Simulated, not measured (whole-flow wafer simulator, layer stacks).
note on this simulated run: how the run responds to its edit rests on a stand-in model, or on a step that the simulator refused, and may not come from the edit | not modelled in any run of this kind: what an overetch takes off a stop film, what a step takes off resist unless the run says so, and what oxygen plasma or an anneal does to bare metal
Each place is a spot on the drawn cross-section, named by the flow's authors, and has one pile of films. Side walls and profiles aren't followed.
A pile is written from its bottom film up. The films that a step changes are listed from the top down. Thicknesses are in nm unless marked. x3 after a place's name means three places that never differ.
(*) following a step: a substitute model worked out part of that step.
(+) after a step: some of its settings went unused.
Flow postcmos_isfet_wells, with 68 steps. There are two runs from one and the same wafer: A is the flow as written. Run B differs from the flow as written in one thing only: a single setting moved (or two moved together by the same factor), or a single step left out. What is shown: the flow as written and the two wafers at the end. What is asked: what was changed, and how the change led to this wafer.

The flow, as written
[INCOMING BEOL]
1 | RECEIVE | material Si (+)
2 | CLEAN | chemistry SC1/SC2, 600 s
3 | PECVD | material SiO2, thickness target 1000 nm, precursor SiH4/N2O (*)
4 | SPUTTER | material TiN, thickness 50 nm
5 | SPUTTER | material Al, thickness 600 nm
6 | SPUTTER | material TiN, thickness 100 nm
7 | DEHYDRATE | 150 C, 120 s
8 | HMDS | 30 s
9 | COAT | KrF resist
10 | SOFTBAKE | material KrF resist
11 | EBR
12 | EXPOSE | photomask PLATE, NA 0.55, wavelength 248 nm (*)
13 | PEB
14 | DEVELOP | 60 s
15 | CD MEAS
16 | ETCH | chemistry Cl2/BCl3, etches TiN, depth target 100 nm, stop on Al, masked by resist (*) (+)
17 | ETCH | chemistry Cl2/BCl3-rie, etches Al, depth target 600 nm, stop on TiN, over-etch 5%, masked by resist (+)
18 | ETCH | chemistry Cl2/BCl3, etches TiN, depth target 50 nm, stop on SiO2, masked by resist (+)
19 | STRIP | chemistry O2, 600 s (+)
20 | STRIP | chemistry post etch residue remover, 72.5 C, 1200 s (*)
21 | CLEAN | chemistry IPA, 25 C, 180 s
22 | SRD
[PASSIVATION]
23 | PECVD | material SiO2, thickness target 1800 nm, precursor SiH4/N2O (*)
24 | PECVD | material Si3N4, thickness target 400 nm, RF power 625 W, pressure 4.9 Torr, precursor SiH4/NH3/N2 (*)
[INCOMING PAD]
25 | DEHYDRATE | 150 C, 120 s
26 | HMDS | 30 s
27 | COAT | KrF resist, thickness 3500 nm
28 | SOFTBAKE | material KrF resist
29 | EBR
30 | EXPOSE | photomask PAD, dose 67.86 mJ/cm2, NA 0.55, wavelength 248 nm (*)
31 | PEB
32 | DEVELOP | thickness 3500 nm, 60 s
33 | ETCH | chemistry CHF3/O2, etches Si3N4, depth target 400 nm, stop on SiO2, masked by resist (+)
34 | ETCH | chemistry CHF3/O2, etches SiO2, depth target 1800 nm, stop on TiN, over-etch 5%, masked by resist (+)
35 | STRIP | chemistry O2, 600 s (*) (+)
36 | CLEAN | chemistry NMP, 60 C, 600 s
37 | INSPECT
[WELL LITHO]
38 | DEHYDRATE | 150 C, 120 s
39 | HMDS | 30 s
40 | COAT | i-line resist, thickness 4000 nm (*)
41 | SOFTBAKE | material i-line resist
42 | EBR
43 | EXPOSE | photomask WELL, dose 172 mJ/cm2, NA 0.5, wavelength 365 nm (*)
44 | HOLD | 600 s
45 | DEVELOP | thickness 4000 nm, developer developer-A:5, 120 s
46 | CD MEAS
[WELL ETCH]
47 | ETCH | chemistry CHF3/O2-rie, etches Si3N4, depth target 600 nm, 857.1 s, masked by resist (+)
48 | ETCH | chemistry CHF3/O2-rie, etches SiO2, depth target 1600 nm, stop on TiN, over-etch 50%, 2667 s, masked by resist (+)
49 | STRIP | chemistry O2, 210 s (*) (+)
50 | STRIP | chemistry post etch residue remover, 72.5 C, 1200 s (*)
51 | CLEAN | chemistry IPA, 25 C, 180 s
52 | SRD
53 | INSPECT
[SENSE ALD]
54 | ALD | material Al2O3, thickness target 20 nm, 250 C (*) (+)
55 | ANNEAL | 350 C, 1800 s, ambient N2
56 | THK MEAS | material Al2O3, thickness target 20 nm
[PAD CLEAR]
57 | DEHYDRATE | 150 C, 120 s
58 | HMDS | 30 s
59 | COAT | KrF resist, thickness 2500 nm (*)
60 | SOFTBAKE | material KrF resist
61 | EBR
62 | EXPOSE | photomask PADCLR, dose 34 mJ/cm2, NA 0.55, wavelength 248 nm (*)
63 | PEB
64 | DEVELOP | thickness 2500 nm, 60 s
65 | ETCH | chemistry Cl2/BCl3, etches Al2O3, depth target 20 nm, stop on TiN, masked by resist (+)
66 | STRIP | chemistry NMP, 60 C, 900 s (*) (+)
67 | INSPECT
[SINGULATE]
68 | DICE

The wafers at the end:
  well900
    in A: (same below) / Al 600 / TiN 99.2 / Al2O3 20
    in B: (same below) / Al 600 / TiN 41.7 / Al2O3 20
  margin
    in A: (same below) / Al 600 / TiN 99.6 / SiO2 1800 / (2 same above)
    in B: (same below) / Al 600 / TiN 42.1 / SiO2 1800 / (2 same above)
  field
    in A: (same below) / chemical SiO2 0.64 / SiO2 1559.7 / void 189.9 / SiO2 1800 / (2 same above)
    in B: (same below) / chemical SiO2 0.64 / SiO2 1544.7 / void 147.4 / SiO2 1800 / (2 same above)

Cause: step 6, SPUTTER: thickness 42.5 nm was run, whereas the flow has thickness 100 nm.

The path from the change to this, step by step:
  6 | SPUTTER | material TiN, thickness 100 nm
      field, margin, well900, well1300 x3, pad_rim, pad_clr, pad_open: A +100 TiN (new film) | B +42.5 TiN (new film)
  16 | ETCH | chemistry Cl2/BCl3, etches TiN, depth target 100 nm, stop on Al, masked by resist (*) (+)
      margin, well900, well1300 x3, pad_rim, pad_clr, pad_open: A -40 KrF resist | B -25.5 KrF resist
      field: A -100 TiN (all of it) | B -42.5 TiN (all of it)
  19 | STRIP | chemistry O2, 600 s (+)
      margin, well900, well1300 x3, pad_rim, pad_clr, pad_open: A -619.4 KrF resist (all of it) | B -633.9 KrF resist (all of it)
  23 | PECVD | material SiO2, thickness target 1800 nm, precursor SiH4/N2O (*)
      field: A +1800 SiO2 (new film), +189.9 void (new film), +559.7 SiO2 | B +1800 SiO2 (new film), +147.4 void (new film), +544.7 SiO2
